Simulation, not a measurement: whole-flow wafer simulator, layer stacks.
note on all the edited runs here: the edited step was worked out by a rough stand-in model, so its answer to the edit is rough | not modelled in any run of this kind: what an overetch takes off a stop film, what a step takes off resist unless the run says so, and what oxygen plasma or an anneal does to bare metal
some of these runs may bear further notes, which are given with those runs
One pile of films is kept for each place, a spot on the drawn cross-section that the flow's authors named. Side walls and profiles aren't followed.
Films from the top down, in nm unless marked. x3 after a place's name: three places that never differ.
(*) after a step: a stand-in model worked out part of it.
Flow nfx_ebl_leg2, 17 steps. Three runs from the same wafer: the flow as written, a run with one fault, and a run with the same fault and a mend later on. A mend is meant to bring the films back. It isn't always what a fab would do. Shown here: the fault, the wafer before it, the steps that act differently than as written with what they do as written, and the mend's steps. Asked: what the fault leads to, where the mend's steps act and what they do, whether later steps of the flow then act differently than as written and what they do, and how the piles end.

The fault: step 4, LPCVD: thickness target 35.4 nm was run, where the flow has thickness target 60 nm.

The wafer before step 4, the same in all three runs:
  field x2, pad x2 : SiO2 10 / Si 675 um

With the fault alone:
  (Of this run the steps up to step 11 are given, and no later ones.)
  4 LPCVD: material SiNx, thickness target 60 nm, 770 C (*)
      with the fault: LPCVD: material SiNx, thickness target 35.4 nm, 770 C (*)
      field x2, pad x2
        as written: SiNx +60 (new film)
        with the fault: SiNx +35.4 (new film)
  No later step of the flow up to step 11 acts differently than as written at any place that is followed.
  After step 11 the piles differ from the flow's by more than 2% or 0.5 nm, whichever is larger, at field x2, pad x2.
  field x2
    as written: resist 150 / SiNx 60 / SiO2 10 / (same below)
    with the fault: resist 150 / SiNx 35.4 / SiO2 10 / (same below)
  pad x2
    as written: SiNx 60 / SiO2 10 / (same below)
    with the fault: SiNx 35.4 / SiO2 10 / (same below)

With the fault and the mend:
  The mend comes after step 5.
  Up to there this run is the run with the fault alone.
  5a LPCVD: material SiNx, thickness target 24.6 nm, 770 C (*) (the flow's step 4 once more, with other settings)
      field x2, pad x2
        SiNx +24.6
  No later step of the flow acts differently than as written at any place that is followed.
  At the end the piles are the same as the flow's at every place that both follow.
